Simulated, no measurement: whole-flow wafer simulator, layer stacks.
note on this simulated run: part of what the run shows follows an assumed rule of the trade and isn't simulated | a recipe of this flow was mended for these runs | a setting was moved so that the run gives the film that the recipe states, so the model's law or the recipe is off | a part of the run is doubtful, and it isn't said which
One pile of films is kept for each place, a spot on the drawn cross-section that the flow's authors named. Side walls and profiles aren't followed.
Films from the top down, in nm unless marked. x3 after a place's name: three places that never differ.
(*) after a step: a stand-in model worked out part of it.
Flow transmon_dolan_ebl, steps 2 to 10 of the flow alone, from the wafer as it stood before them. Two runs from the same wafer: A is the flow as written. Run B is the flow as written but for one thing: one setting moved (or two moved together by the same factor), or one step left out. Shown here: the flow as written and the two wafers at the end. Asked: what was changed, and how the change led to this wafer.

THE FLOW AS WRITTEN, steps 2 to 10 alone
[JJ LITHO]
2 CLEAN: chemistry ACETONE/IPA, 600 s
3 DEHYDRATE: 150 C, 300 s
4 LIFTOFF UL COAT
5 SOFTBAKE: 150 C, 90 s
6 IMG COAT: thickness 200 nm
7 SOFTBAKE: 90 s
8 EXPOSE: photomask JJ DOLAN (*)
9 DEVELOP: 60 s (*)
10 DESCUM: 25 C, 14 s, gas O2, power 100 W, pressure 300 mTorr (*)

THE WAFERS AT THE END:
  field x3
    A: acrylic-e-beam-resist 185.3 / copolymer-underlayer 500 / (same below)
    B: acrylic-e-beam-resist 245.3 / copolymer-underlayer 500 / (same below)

The cause: step 6, IMG COAT: thickness 260 nm was run, where the flow has thickness 200 nm.

How the change led to this, step by step:
  6 IMG COAT: thickness 200 nm
      field x3, jj_line: A acrylic-e-beam-resist +200 (new film) | B acrylic-e-beam-resist +260 (new film)
  9 DEVELOP: 60 s (*)
      jj_line: A acrylic-e-beam-resist -200 (all of it), copolymer-underlayer -500 (all of it) | B acrylic-e-beam-resist -260 (all of it), copolymer-underlayer -500 (all of it)
